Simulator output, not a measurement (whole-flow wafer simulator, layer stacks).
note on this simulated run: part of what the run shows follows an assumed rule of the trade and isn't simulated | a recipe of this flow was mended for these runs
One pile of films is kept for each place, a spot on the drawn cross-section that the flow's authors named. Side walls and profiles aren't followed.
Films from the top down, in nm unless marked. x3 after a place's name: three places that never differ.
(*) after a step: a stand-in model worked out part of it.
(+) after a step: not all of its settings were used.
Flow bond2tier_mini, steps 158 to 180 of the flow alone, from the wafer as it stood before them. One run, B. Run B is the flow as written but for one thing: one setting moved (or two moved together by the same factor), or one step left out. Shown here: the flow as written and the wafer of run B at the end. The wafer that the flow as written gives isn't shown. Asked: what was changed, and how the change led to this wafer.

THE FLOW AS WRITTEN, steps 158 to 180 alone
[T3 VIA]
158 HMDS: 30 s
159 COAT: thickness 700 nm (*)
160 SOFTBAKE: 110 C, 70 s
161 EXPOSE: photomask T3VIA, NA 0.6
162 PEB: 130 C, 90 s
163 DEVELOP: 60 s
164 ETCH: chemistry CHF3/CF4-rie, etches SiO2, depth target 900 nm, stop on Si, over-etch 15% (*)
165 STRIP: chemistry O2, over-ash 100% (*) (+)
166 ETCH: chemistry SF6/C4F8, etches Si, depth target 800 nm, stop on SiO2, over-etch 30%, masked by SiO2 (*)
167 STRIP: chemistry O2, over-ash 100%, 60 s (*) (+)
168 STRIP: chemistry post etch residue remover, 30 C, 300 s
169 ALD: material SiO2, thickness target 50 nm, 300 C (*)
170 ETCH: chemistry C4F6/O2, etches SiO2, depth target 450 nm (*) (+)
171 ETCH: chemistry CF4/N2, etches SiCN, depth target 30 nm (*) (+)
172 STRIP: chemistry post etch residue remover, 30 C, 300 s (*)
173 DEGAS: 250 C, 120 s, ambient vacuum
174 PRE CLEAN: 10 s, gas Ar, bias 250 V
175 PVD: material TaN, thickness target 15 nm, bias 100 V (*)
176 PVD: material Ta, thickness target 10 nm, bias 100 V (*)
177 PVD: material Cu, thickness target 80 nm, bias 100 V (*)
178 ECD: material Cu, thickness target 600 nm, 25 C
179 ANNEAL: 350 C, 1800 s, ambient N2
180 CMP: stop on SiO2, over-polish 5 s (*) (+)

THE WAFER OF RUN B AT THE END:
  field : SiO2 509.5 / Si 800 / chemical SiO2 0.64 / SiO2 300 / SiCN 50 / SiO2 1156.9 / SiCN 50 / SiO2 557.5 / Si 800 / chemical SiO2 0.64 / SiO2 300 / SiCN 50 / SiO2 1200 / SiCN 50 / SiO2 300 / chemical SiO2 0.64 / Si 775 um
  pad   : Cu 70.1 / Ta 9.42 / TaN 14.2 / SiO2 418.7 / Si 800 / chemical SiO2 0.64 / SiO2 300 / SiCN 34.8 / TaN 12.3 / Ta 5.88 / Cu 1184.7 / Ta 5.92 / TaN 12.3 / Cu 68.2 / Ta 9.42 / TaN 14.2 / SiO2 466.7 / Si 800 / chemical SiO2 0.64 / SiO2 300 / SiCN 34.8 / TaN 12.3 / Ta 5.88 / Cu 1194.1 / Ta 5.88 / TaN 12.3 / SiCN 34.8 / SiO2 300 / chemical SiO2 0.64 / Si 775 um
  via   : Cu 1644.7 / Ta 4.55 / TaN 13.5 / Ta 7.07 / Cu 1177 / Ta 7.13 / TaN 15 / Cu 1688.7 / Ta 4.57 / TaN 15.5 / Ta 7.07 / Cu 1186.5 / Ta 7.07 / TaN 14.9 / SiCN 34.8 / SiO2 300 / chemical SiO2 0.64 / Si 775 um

The cause: step 169, ALD: thickness target 56 nm was run, where the flow has thickness target 50 nm; step 170, ETCH: depth target 504 nm was run, where the flow has depth target 450 nm.

How the change led to this, step by step:
  169 ALD: material SiO2, thickness target 50 nm, 300 C (*)
      field, pad, via: SiO2 +56 (as written it would be: SiO2 +50)
  170 ETCH: chemistry C4F6/O2, etches SiO2, depth target 450 nm (*) (+)
      field, pad: SiO2 -504 (as written it would be: SiO2 -450)
      via: SiO2 -354.1 (all of it), SiCN -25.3 (as written it would be: SiO2 -348.1 (all of it), SiCN -17.2)
  171 ETCH: chemistry CF4/N2, etches SiCN, depth target 30 nm (*) (+)
      via: SiCN -9.55 (all of it), TaN -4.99 (as written it would be: SiCN -17.6 (all of it), TaN -3.01)
